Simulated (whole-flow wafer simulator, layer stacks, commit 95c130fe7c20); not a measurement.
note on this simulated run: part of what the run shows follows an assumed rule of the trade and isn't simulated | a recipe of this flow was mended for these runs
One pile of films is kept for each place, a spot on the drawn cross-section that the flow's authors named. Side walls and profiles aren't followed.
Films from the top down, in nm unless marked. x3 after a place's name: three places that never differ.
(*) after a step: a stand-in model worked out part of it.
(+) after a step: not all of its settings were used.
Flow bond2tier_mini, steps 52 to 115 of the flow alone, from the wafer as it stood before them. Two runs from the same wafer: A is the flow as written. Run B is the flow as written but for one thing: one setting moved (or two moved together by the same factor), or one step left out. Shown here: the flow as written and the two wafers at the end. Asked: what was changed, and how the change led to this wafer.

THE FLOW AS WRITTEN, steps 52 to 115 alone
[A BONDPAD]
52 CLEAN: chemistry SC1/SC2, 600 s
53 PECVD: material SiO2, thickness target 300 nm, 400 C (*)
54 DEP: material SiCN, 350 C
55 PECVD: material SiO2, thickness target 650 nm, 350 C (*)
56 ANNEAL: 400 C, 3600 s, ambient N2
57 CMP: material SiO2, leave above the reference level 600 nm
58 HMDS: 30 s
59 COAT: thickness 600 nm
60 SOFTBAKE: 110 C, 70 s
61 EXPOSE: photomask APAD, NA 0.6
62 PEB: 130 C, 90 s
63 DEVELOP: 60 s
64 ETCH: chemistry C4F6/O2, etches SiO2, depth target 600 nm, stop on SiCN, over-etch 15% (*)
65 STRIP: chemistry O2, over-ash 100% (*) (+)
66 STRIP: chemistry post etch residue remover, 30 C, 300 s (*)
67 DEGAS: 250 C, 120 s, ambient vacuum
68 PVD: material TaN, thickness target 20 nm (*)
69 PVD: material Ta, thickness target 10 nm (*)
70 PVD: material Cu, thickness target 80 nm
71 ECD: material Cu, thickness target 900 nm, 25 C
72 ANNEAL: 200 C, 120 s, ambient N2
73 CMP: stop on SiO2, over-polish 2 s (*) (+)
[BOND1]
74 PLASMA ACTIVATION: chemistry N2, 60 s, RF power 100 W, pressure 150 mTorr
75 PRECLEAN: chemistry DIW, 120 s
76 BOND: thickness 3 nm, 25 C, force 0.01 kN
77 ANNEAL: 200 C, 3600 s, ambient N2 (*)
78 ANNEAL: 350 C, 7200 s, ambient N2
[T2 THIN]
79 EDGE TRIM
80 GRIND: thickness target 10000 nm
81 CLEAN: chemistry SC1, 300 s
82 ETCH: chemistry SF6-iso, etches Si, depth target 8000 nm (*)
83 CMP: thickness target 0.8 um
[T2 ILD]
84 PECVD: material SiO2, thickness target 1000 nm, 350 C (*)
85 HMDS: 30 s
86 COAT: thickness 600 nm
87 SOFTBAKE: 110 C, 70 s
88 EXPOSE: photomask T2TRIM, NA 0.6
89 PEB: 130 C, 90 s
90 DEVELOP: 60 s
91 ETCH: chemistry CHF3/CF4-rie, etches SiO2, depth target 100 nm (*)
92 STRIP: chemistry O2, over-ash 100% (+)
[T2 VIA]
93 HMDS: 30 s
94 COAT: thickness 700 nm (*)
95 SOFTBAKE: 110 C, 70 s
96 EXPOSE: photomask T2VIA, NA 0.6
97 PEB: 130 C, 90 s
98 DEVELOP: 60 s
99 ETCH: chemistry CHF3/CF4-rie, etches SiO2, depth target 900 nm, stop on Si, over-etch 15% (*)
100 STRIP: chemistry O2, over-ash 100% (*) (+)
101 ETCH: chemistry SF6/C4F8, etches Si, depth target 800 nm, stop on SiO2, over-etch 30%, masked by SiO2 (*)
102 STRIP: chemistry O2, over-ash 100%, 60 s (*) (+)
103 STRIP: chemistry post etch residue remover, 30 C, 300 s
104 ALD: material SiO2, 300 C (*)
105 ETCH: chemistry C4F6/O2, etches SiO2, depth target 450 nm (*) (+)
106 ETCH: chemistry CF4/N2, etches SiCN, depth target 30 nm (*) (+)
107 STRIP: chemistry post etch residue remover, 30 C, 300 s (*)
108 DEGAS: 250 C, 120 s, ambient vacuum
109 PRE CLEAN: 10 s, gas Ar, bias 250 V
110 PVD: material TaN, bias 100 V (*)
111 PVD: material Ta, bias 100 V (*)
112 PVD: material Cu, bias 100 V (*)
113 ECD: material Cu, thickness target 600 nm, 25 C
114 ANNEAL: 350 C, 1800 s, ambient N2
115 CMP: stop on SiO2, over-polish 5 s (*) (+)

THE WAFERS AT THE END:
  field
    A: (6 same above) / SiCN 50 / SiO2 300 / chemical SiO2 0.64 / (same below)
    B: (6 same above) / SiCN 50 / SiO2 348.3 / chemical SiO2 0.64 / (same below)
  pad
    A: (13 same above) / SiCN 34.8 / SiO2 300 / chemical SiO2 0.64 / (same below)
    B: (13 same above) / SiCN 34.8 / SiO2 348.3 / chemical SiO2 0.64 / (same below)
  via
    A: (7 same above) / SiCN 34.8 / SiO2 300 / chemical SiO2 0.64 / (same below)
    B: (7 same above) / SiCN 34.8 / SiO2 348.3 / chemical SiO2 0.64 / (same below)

The cause: step 53, PECVD: thickness target 348.3 nm was run, where the flow has thickness target 300 nm.
It can be read off the wafer: field has SiO2 348.3, and step 53 as written asks for 300 nm.

How the change led to this, step by step:
  53 PECVD: material SiO2, thickness target 300 nm, 400 C (*)
      field, pad, via: A SiO2 +300 (new film) | B SiO2 +348.3 (new film)
